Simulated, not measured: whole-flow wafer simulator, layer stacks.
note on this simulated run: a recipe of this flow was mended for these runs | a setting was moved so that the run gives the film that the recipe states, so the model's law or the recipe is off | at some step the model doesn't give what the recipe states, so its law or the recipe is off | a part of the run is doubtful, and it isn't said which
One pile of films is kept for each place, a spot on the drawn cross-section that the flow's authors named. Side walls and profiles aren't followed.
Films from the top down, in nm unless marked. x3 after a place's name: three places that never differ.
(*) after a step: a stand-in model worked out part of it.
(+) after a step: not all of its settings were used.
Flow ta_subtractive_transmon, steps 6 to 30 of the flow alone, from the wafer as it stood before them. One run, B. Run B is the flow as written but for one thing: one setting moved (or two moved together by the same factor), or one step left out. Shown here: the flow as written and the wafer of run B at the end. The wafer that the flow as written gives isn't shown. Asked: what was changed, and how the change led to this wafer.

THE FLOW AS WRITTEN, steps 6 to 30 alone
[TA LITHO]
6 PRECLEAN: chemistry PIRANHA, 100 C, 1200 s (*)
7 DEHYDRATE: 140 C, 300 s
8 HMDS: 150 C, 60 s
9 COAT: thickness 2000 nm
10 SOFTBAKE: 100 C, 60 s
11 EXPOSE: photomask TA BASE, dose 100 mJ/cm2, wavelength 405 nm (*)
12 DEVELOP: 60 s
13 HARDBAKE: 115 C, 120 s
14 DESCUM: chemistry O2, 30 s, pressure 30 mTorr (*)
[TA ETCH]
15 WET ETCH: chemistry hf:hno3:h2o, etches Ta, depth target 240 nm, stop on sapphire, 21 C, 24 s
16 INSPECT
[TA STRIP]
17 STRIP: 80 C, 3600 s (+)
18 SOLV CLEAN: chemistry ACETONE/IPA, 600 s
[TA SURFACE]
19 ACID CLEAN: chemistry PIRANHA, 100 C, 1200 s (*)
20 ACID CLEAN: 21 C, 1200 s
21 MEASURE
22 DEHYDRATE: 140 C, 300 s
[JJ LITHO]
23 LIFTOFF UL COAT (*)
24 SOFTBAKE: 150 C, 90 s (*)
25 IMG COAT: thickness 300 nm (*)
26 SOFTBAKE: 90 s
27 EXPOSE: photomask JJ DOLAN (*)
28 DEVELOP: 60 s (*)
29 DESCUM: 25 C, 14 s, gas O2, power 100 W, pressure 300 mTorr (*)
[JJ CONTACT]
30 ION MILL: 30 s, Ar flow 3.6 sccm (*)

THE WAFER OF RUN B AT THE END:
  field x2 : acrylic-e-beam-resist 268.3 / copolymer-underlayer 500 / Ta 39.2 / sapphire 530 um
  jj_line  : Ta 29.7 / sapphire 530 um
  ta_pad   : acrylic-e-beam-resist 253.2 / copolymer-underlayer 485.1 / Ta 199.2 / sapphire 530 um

The cause: step 15, WET ETCH: depth target 160 nm was run, where the flow has depth target 240 nm; step 15, WET ETCH: 16 s was run, where the flow has 24 s.

How the change led to this, step by step:
  15 WET ETCH: chemistry hf:hno3:h2o, etches Ta, depth target 240 nm, stop on sapphire, 21 C, 24 s
      field x2, jj_line, lead: Ta -160 (as written it would be: Ta -199.7 (all of it))
  23 LIFTOFF UL COAT (*)
      ta_contact: copolymer-underlayer +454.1 (new film) (as written it would be: copolymer-underlayer +443.9 (new film))
  28 DEVELOP: 60 s (*)
      ta_contact: acrylic-e-beam-resist -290 (all of it), copolymer-underlayer -454.1 (all of it) (as written it would be: acrylic-e-beam-resist -287.5 (all of it), copolymer-underlayer -443.9 (all of it))
  30 ION MILL: 30 s, Ar flow 3.6 sccm (*)
      jj_line, lead: Ta -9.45 (as written it would be: sapphire -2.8)
Counting metal films that touch as one body, field x2 has 1 body; the flow as written gives 0 bodies.
Counting metal films that touch as one body, jj_line has 1 body; the flow as written gives 0 bodies.
